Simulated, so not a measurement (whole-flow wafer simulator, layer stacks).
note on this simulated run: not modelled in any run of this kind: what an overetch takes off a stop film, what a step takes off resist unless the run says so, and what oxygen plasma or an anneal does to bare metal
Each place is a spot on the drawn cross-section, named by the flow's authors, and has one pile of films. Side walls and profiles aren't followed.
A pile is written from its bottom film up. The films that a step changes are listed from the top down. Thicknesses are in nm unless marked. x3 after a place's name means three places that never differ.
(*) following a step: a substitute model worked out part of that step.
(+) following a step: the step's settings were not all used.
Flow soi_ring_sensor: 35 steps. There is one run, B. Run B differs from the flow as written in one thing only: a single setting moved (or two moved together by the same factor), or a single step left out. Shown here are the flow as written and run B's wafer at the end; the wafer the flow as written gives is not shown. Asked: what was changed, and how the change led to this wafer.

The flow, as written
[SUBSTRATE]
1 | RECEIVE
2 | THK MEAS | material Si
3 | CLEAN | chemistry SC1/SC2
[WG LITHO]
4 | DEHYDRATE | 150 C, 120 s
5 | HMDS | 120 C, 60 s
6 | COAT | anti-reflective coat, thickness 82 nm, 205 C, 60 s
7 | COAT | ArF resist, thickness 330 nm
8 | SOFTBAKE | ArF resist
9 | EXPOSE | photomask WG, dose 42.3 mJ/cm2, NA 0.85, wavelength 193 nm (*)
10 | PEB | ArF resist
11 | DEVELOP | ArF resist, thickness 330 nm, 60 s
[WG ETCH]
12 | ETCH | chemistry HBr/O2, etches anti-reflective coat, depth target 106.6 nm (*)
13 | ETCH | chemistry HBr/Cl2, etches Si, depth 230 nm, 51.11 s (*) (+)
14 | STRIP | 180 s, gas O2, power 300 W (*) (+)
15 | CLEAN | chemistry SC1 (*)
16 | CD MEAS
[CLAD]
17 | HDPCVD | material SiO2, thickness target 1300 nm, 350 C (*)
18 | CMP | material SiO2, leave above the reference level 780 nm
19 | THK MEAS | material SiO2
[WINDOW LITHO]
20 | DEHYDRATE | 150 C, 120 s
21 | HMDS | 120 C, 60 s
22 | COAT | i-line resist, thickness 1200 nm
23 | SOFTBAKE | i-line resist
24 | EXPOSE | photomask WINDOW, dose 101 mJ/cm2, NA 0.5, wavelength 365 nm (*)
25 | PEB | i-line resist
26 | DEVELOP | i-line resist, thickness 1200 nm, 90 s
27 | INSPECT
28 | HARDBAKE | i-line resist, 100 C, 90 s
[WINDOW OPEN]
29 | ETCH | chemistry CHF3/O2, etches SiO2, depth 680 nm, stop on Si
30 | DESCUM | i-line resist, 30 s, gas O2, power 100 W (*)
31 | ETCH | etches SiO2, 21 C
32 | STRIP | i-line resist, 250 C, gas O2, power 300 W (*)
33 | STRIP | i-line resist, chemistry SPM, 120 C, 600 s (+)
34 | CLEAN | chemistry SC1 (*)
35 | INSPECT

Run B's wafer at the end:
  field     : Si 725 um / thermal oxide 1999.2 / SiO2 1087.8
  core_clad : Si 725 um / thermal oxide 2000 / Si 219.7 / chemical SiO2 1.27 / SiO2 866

What caused this: step 18, CMP: leave above the reference level 866 nm was run, whereas the flow has leave above the reference level 780 nm.
The wafer itself shows it: core_clad has SiO2 866, and step 18 as written asks for 780 nm.

The path from the change to this, step by step:
  18 | CMP | material SiO2, leave above the reference level 780 nm
      gap, window, field, gap_clad: SiO2 loses 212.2 (it would be, as written: SiO2 loses 298.2)
      core, core_clad: SiO2 loses 434 (it would be, as written: SiO2 loses 520)
  31 | ETCH | etches SiO2, 21 C
      core: SiO2 loses 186 (all of it), chemical SiO2 loses 1.27 (all of it) (it would be, as written: SiO2 loses 100 (all of it), chemical SiO2 loses 1.27 (all of it))
